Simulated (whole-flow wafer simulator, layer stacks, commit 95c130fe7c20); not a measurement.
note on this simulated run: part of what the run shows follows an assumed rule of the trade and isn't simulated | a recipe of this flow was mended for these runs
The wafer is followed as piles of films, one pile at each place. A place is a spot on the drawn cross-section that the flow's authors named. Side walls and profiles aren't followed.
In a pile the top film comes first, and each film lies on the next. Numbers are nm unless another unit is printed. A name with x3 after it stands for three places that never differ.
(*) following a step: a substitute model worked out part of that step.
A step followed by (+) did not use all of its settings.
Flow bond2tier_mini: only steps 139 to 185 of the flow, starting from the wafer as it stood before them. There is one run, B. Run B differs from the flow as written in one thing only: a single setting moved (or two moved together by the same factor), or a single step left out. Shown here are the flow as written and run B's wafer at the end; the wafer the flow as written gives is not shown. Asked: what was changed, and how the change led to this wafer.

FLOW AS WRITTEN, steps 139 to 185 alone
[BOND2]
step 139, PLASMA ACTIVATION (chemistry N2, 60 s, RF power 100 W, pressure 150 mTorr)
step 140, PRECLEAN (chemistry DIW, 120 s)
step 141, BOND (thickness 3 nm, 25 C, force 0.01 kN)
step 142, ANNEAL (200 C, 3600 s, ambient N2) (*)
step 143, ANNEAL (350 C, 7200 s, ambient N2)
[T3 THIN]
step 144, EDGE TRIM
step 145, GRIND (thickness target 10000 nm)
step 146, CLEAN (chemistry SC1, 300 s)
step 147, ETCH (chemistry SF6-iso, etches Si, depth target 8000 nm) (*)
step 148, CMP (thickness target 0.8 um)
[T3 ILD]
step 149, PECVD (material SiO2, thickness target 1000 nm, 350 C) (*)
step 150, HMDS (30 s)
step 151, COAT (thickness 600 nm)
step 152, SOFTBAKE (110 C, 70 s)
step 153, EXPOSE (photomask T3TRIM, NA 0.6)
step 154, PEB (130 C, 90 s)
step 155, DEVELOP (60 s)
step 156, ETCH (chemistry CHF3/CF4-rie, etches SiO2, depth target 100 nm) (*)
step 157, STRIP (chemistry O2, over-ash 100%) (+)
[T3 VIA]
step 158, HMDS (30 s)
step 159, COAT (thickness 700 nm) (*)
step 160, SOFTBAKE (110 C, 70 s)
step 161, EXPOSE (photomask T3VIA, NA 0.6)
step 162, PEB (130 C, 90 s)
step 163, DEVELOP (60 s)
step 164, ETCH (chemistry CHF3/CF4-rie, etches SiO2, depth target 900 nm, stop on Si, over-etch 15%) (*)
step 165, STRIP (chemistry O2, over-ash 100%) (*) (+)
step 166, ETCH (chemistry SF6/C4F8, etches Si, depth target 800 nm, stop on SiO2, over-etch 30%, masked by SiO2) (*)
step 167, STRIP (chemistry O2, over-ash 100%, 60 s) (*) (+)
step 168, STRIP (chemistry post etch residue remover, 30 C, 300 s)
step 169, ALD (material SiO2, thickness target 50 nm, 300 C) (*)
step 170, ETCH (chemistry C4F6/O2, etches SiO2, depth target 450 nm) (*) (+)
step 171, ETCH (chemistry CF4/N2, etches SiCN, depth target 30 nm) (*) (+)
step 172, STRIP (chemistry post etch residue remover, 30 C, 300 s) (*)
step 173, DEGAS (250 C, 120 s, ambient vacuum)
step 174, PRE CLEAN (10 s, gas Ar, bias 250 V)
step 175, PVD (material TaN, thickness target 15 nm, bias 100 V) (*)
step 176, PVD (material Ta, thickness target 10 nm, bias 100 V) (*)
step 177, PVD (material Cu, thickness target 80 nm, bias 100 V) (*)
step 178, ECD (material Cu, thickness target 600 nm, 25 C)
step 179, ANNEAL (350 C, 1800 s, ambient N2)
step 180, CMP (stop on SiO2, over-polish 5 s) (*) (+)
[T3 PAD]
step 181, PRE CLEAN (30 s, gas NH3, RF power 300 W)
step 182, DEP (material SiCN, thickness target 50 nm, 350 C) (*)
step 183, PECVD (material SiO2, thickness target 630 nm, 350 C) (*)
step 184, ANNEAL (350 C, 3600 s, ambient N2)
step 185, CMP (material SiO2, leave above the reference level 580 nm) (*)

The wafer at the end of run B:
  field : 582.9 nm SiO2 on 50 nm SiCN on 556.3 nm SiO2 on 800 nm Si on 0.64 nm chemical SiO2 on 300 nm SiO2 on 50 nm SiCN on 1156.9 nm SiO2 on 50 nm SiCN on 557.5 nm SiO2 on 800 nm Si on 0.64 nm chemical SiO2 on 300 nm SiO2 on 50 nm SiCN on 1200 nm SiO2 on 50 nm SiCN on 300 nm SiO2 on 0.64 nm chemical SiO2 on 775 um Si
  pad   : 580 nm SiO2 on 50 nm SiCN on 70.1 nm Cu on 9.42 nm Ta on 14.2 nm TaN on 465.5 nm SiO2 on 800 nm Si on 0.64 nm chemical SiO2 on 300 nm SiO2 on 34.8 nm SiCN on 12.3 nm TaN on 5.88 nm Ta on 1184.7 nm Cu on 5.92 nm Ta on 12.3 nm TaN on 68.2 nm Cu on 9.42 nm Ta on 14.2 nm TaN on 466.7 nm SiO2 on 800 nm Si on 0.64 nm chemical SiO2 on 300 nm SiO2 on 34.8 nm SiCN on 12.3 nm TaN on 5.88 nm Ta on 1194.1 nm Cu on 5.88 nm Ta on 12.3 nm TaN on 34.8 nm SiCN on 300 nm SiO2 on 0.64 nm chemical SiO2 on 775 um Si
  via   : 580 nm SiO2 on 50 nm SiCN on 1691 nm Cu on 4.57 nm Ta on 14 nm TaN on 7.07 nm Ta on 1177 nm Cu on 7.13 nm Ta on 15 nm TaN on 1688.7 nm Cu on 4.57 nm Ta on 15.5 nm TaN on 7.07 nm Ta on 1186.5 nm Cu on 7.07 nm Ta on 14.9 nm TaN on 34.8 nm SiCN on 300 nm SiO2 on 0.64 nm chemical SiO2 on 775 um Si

The reason: step 174, PRE CLEAN: 14 s was run, though the flow has 10 s.

How this came from the change, step by step:
  step 174, PRE CLEAN (10 s, gas Ar, bias 250 V)
      field, pad: -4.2 SiO2 (it would be, as written: -3 SiO2)
      via: -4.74 TaN (it would be, as written: -3.19 TaN)
